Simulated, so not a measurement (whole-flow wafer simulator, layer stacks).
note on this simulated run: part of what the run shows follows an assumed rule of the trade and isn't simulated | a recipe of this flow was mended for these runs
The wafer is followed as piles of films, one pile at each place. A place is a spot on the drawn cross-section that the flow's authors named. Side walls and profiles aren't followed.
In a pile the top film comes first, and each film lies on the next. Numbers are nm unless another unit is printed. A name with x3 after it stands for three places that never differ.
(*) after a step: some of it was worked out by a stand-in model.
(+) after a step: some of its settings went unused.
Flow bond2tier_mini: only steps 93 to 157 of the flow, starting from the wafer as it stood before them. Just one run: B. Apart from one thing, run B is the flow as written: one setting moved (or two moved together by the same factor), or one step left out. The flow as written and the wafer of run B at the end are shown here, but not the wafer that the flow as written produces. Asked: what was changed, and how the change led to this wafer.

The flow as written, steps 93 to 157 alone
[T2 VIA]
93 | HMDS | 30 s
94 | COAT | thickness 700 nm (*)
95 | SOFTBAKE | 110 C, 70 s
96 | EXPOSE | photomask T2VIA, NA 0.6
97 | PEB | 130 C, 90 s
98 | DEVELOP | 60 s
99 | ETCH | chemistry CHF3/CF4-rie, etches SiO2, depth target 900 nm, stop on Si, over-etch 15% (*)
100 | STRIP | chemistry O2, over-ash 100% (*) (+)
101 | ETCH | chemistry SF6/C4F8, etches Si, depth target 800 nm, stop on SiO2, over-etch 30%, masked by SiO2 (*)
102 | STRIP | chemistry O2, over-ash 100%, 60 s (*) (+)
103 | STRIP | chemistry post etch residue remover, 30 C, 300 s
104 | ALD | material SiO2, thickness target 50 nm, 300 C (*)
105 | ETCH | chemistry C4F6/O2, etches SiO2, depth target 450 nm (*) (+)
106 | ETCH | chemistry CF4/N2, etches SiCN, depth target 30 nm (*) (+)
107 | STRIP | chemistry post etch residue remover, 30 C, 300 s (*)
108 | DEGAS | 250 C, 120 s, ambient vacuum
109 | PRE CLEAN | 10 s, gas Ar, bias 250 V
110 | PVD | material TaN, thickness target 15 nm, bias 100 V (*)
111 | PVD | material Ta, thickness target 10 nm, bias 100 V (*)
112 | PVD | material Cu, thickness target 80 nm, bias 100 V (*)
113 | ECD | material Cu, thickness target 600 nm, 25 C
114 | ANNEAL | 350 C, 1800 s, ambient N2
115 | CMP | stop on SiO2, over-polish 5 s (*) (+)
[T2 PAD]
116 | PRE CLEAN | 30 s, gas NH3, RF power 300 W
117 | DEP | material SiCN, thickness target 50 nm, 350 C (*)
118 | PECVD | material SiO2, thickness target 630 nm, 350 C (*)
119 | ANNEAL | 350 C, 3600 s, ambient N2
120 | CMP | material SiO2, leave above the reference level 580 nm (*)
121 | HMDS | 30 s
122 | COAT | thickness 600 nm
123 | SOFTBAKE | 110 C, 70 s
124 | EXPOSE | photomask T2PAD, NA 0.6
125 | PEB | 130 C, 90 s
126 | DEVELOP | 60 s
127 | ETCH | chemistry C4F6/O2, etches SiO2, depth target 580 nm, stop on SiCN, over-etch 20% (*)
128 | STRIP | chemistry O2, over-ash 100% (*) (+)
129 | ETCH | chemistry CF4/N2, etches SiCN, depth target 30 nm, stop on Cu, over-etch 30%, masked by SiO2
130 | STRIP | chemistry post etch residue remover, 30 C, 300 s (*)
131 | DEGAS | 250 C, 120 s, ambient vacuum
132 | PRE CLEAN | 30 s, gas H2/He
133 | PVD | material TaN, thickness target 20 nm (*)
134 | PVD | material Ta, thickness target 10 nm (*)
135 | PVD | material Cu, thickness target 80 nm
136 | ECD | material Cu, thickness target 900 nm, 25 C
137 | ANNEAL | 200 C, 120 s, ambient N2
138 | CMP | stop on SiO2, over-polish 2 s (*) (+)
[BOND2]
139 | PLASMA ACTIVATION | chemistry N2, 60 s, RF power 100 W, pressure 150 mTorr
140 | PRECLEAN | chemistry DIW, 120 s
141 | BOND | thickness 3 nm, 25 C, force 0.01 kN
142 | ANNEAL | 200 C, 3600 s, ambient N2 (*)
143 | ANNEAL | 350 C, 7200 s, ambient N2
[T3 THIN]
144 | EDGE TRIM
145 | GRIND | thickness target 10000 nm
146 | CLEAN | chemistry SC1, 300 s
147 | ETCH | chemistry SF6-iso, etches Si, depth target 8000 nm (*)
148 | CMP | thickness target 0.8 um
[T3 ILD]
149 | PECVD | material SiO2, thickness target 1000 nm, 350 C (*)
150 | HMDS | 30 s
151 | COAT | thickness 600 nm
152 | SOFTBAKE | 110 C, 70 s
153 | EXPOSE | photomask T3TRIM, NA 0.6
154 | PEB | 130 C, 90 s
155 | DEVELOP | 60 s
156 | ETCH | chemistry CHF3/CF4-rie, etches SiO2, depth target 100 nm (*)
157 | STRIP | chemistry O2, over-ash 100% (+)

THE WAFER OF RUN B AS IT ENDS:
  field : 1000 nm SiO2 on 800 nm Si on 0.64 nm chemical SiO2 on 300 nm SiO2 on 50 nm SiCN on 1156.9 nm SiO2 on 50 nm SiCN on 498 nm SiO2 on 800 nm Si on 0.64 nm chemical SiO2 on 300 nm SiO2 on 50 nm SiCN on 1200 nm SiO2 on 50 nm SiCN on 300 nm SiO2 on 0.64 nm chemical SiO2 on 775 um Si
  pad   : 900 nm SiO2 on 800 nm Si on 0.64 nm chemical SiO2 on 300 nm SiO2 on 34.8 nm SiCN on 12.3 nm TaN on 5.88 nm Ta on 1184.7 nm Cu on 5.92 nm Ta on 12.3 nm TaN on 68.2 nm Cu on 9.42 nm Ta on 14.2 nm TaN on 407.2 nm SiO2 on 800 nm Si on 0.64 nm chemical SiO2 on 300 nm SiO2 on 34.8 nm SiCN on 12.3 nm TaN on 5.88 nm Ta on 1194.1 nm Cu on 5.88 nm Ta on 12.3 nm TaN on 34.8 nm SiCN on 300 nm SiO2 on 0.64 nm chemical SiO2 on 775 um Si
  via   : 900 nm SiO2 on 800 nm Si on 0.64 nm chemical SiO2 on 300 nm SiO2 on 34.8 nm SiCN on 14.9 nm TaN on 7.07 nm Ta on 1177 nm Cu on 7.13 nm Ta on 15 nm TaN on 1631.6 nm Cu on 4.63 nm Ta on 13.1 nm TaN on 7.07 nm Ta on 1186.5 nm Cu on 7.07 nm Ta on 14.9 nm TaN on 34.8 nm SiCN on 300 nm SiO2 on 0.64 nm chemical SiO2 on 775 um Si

What caused this: step 105, ETCH: depth target 509.5 nm was run, while the flow as written has depth target 450 nm.

The path from the change to this, step by step:
  105 | ETCH | chemistry C4F6/O2, etches SiO2, depth target 450 nm (*) (+)
      field, pad: SiO2 loses 509.5 (in the flow as written it would be: SiO2 loses 450)
      via: SiO2 loses 348.1 (all of it), SiCN loses 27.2 (in the flow as written it would be: SiO2 loses 348.1 (all of it), SiCN loses 17.2)
  106 | ETCH | chemistry CF4/N2, etches SiCN, depth target 30 nm (*) (+)
      via: SiCN loses 7.61 (all of it), TaN loses 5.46 (in the flow as written it would be: SiCN loses 17.6 (all of it), TaN loses 3.01)
  113 | ECD | material Cu, thickness target 600 nm, 25 C
      via: Cu gains 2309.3 (in the flow as written it would be: Cu gains 2367)
